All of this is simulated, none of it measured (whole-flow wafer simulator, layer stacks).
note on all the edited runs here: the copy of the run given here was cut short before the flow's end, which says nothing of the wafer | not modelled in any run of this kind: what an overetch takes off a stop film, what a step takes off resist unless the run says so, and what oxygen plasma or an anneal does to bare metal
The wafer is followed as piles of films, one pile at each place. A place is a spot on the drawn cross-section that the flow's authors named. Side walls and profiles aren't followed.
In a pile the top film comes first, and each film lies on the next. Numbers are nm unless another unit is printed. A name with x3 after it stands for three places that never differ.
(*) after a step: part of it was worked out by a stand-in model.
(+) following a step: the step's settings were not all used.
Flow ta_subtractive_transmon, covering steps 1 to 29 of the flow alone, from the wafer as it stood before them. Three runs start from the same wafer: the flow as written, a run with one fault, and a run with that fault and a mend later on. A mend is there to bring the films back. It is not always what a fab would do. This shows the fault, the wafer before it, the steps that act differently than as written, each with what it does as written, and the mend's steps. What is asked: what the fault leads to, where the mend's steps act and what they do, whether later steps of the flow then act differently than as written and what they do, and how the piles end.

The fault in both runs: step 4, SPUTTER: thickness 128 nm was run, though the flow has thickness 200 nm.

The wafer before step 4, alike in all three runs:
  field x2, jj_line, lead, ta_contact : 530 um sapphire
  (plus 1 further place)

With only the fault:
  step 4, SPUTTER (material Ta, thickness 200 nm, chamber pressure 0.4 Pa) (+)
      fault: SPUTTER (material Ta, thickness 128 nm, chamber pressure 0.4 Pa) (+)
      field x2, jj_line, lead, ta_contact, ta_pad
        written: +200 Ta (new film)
        fault: +128 Ta (new film)
  Steps further on in the flow that do not act as written:
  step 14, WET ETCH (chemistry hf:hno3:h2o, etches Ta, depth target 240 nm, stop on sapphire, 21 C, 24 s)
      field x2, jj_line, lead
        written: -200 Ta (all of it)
        fault: -128 Ta (all of it)
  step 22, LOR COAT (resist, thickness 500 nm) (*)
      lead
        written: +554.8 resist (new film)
        fault: +536 resist (new film)
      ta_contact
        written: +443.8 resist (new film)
        fault: +462.8 resist (new film)
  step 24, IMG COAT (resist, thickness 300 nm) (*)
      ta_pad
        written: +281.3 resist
        fault: +287.9 resist
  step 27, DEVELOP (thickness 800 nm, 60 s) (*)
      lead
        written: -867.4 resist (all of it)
        fault: -844 resist (all of it)
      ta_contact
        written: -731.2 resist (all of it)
        fault: -754.9 resist (all of it)
  At ta_contact, ta_pad, the piles at the end differ from the flow's by more than 2% or 0.5 nm, whichever is larger.
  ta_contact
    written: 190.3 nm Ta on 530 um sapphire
    fault: 118.3 nm Ta on 530 um sapphire
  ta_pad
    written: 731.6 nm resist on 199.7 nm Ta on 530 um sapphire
    fault: 743 nm resist on 127.7 nm Ta on 530 um sapphire

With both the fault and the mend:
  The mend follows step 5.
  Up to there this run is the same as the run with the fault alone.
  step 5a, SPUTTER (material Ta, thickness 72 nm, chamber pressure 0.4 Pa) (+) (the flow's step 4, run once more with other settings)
      field x2, jj_line, lead, ta_contact, ta_pad
        +72 Ta
  Later steps of the flow that are run all act as written at every place that is followed.
  The piles end the same as the flow's at every place that both follow.
